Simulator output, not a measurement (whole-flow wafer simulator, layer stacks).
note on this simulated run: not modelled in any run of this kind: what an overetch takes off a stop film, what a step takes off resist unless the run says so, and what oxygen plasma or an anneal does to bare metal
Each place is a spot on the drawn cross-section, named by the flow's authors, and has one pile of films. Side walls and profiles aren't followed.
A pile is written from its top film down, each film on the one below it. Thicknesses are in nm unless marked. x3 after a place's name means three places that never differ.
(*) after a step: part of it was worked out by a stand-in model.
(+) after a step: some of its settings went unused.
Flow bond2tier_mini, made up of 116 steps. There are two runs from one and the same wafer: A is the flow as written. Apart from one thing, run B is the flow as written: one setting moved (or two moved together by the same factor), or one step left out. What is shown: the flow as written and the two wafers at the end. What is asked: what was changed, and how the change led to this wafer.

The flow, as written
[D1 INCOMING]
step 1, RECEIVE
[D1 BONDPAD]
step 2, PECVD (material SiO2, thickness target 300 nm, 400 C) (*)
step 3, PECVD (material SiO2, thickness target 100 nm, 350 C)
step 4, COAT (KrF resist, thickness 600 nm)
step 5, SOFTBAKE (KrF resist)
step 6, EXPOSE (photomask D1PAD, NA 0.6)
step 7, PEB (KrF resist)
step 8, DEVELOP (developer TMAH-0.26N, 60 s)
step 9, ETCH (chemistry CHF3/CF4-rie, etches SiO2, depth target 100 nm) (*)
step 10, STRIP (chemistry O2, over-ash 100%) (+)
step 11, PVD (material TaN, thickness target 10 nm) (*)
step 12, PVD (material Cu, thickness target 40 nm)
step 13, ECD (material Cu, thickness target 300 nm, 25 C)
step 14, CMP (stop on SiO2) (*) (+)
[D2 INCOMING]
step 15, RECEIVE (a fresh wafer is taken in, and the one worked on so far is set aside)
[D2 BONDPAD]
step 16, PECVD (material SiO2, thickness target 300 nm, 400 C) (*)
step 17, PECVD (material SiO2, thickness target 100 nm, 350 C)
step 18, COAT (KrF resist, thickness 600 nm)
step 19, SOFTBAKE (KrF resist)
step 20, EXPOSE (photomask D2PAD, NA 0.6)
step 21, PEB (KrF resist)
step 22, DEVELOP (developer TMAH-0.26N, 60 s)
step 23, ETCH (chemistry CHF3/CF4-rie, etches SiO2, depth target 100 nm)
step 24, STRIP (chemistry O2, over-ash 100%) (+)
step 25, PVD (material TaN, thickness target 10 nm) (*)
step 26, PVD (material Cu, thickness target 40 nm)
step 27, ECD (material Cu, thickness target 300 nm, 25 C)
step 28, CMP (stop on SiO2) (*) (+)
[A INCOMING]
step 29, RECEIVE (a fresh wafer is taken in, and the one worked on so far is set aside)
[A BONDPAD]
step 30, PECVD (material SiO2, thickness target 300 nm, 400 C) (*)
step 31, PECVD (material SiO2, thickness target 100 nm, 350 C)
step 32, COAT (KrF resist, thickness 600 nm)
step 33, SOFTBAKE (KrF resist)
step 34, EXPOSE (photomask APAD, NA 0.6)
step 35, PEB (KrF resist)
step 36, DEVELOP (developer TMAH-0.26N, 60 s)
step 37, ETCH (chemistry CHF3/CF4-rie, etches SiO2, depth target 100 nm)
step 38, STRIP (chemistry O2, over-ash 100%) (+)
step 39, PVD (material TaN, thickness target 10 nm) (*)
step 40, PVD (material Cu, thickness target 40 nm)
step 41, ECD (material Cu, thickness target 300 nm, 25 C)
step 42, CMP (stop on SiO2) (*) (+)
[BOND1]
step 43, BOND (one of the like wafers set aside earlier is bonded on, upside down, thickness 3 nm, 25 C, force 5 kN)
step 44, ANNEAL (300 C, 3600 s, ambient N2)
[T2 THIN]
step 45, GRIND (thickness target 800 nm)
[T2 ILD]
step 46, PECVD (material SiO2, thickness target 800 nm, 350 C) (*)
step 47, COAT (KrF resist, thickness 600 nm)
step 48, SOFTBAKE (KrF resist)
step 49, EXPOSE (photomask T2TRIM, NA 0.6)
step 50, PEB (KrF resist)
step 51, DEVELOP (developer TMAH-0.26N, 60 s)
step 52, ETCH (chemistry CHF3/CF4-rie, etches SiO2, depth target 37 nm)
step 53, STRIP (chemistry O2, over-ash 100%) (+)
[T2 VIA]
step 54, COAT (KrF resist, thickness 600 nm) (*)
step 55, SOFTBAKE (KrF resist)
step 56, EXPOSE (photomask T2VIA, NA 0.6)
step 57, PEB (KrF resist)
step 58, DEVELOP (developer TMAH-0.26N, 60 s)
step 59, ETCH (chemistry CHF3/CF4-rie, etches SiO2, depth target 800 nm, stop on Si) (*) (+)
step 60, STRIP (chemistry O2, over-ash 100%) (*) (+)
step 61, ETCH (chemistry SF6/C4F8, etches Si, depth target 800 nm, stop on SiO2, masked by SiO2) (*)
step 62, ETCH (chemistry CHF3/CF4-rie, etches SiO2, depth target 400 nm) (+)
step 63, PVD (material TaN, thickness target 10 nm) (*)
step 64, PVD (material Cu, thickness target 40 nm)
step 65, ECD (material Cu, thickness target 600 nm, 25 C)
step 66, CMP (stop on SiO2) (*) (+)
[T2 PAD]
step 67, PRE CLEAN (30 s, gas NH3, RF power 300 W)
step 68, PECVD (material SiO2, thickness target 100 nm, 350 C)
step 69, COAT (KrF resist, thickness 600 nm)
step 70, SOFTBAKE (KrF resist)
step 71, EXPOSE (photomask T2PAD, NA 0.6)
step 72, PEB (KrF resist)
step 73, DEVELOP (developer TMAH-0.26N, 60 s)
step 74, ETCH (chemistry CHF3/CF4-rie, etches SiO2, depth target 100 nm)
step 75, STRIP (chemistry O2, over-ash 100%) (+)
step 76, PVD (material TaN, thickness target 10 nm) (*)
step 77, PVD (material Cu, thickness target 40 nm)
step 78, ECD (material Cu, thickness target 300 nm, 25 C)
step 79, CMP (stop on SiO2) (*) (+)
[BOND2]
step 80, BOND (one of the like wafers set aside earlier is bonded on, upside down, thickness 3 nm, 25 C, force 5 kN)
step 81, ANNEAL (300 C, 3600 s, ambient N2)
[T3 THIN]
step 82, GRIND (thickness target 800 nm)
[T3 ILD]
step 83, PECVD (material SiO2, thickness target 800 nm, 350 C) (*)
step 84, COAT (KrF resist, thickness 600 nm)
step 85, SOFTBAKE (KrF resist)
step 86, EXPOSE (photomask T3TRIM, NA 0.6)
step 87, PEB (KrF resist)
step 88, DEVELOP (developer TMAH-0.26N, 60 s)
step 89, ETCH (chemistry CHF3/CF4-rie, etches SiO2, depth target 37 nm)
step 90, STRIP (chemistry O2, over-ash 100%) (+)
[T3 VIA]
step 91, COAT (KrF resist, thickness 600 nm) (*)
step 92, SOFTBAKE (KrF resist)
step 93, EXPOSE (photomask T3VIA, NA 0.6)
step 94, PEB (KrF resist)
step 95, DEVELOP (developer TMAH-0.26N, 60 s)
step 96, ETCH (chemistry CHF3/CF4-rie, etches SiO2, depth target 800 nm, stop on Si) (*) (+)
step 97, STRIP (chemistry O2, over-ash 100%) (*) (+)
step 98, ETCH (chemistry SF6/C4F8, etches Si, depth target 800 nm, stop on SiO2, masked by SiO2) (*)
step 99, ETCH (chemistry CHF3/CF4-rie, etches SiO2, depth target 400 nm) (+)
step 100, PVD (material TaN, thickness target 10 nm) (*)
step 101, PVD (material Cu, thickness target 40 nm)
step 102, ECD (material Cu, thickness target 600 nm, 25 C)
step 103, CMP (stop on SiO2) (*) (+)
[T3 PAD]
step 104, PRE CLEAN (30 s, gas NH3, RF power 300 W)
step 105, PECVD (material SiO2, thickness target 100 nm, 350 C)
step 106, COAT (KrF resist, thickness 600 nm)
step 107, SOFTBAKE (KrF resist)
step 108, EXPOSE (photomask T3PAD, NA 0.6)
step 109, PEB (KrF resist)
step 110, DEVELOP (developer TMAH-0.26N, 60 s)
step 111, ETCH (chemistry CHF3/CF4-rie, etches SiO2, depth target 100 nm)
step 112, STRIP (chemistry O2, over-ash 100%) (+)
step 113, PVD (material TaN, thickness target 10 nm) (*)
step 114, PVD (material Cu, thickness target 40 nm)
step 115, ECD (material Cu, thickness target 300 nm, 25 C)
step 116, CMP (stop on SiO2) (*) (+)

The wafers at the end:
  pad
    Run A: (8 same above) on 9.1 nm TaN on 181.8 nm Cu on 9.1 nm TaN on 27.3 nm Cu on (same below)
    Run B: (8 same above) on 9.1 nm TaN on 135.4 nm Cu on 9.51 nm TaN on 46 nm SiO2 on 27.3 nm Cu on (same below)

What caused this: step 74, ETCH: depth target 54 nm was run, though the flow has depth target 100 nm.

The path from the change to this, step by step:
  step 74, ETCH (chemistry CHF3/CF4-rie, etches SiO2, depth target 100 nm)
      pad: A SiO2 loses 100 (all of it) | B SiO2 loses 54
      field: A KrF resist loses 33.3 | B KrF resist loses 18
  step 75, STRIP (chemistry O2, over-ash 100%) (+)
      field: A KrF resist loses 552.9 (all of it) | B KrF resist loses 568.3 (all of it)
  step 77, PVD (material Cu, thickness target 40 nm)
      pad: A Cu gains 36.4 (new film) | B Cu gains 38 (new film)
  step 78, ECD (material Cu, thickness target 300 nm, 25 C)
      pad: A Cu gains 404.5 | B Cu gains 356.5
With metal films that touch counted as one body, pad has 4 bodies (between them, from the top down: SiO2 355 / Si 800 / chemical SiO2 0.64 / SiO2 300; SiO2 46; SiO2 355 / Si 800 / chemical SiO2 0.64 / SiO2 300); the flow as written gives 3 bodies (between them, from the top down: SiO2 355 / Si 800 / chemical SiO2 0.64 / SiO2 300; SiO2 355 / Si 800 / chemical SiO2 0.64 / SiO2 300).
